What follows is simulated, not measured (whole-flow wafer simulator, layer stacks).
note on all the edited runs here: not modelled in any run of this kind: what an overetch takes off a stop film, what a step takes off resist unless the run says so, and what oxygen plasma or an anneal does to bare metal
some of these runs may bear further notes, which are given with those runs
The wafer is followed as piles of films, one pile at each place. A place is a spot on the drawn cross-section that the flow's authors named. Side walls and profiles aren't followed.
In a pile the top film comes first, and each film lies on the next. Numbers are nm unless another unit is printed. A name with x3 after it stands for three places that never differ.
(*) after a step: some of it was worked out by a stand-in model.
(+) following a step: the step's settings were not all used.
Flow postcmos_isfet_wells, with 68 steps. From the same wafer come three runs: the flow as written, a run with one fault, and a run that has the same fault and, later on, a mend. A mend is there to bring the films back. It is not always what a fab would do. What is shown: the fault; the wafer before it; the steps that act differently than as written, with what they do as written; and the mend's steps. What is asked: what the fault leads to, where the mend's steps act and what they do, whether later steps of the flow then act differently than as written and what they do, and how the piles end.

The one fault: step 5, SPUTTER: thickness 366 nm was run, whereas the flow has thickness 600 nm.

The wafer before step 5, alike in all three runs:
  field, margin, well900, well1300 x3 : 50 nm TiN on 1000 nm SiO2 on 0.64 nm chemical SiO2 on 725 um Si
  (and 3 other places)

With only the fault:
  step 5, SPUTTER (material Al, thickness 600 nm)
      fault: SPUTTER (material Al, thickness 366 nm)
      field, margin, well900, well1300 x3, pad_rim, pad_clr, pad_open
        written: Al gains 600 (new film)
        fault: Al gains 366 (new film)
  Steps further on in the flow that do not act as written:
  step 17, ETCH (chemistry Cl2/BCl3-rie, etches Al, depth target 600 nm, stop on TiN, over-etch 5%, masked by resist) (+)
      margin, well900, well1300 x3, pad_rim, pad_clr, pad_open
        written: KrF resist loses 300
        fault: KrF resist loses 192.1
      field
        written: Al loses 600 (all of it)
        fault: Al loses 366 (all of it)
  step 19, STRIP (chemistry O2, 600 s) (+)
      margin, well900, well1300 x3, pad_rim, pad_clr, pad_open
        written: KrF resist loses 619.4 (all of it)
        fault: KrF resist loses 727.2 (all of it)
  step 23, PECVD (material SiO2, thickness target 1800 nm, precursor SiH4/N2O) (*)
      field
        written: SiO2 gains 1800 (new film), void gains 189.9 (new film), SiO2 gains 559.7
        fault: SiO2 gains 2315.6
  The piles end different from the flow's at field, margin, well900, well1300 x3, pad_rim, pad_clr, pad_open by more than 2% or 0.5 nm, whichever is larger.
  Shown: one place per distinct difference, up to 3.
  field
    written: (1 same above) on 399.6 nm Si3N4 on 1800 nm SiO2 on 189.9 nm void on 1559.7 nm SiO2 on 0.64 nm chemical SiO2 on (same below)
    fault: (1 same above) on 399.6 nm Si3N4 on 3315.6 nm SiO2 on 0.64 nm chemical SiO2 on (same below)
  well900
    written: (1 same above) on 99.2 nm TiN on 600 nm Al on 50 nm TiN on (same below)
    fault: (1 same above) on 99.2 nm TiN on 366 nm Al on 50 nm TiN on (same below)
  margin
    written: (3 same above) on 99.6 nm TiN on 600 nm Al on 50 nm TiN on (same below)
    fault: (3 same above) on 99.6 nm TiN on 366 nm Al on 50 nm TiN on (same below)

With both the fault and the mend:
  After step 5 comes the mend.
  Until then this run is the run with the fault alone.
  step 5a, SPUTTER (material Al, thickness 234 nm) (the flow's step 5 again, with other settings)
      field, margin, well900, well1300 x3, pad_rim, pad_clr, pad_open
        Al gains 234
  Later steps of the flow that are run all act as written at every place that is followed.
  At every place that both follow, the piles at the end match the flow's.
